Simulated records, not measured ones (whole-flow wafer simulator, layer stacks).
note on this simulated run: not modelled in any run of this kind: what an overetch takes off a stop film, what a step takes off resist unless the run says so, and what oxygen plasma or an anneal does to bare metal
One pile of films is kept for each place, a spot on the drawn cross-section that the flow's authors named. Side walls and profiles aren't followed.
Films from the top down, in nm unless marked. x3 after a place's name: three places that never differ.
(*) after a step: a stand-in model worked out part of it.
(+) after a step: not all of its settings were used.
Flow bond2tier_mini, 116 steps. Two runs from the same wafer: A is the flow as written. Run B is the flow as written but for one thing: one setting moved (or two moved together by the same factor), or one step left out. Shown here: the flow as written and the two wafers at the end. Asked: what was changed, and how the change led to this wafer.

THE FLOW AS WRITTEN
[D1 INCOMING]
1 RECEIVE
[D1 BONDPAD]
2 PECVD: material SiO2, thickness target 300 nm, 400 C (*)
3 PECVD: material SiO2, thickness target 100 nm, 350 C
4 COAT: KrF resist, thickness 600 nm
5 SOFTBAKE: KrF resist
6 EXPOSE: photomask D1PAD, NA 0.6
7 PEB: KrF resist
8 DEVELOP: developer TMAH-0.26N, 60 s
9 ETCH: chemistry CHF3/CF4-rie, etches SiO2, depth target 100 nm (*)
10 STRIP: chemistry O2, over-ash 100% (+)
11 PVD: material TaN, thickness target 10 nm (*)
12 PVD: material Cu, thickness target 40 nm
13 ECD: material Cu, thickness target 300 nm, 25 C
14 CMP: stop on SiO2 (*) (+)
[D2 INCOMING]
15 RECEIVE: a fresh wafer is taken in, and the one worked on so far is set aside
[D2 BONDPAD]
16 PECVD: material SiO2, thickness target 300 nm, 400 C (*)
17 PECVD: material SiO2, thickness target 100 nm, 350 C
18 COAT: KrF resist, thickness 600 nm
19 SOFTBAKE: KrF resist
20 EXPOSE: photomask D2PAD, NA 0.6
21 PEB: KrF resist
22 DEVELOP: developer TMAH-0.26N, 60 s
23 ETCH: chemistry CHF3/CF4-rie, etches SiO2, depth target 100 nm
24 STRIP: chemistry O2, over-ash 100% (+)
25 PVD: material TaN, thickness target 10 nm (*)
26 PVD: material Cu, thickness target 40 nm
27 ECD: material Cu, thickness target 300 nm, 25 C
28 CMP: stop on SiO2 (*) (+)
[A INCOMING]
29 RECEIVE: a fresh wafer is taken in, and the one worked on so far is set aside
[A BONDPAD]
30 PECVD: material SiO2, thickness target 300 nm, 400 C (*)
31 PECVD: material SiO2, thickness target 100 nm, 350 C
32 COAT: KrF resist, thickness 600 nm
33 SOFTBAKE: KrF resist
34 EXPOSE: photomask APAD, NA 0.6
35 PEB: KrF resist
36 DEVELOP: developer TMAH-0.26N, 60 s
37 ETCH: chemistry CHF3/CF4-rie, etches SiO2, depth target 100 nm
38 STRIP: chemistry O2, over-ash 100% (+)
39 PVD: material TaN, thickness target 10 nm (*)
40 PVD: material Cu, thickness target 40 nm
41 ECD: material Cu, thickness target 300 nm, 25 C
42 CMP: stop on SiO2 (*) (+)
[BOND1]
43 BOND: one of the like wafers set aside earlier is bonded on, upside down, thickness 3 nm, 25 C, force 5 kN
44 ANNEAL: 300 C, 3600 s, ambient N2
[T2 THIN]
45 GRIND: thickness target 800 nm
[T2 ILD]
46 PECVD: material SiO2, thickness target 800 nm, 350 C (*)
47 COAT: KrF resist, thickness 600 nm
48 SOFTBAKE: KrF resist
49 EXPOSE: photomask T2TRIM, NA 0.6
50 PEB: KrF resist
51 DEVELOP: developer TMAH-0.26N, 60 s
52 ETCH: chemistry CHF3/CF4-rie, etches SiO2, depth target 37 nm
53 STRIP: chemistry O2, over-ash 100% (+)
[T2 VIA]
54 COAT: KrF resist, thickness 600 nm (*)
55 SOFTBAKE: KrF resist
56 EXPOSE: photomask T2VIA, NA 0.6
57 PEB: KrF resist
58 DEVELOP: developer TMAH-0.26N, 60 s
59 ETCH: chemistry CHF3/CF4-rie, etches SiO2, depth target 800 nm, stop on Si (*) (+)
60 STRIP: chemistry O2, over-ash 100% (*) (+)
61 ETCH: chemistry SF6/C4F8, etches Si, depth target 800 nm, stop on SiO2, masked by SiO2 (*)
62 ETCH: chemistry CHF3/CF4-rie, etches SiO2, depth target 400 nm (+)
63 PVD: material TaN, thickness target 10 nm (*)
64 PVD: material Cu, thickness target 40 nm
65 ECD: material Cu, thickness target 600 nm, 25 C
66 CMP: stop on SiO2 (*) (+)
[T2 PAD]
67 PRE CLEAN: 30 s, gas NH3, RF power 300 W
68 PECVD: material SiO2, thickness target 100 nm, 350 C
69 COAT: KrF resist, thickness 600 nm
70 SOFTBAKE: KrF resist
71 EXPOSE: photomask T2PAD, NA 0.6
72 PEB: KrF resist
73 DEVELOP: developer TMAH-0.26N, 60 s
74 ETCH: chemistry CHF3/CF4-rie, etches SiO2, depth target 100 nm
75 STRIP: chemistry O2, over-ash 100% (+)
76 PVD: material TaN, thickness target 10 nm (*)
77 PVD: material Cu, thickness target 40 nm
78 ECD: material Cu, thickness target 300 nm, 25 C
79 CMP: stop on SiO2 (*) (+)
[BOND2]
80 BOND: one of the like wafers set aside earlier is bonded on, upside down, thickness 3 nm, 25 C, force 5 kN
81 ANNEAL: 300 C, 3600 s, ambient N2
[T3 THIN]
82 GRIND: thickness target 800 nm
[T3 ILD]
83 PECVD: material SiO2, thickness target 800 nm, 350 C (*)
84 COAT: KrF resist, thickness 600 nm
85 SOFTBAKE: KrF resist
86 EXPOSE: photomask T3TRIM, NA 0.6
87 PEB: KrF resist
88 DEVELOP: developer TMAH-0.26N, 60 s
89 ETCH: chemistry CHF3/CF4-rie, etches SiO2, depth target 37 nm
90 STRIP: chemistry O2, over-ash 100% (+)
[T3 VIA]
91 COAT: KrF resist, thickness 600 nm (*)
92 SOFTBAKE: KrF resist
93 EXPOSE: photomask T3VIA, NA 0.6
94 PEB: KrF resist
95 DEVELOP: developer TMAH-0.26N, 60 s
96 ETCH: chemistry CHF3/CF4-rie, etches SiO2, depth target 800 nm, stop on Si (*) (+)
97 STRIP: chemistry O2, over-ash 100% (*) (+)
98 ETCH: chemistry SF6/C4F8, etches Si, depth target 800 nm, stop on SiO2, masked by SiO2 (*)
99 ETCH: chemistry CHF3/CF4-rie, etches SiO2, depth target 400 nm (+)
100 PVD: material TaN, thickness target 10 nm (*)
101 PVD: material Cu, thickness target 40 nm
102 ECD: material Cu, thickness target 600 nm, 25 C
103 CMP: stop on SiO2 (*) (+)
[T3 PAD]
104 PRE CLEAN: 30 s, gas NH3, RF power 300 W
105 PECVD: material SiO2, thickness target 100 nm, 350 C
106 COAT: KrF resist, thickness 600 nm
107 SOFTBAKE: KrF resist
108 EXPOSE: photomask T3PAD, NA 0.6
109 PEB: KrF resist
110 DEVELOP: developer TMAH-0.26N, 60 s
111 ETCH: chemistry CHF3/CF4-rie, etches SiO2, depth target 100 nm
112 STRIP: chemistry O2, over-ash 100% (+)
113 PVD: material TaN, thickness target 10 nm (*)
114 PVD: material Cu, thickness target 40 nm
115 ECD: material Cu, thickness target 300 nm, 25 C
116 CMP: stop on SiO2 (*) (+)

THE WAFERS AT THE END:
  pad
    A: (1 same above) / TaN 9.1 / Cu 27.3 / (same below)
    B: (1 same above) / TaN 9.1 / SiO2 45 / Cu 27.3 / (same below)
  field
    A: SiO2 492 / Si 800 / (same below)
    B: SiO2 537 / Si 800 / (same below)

The cause: step 105, PECVD: thickness target 145 nm was run, where the flow has thickness target 100 nm.

How the change led to this, step by step:
  105 PECVD: material SiO2, thickness target 100 nm, 350 C
      field: A SiO2 +100 | B SiO2 +145
      pad: A SiO2 +100 (new film) | B SiO2 +145 (new film)
  111 ETCH: chemistry CHF3/CF4-rie, etches SiO2, depth target 100 nm
      pad: A SiO2 -100 (all of it) | B SiO2 -100
Counting metal films that touch as one body, pad has 4 bodies (between them, from the top down: SiO2 45; SiO2 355 / Si 800 / chemical SiO2 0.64 / SiO2 300; SiO2 355 / Si 800 / chemical SiO2 0.64 / SiO2 300); the flow as written gives 3 bodies (between them, from the top down: SiO2 355 / Si 800 / chemical SiO2 0.64 / SiO2 300; SiO2 355 / Si 800 / chemical SiO2 0.64 / SiO2 300).
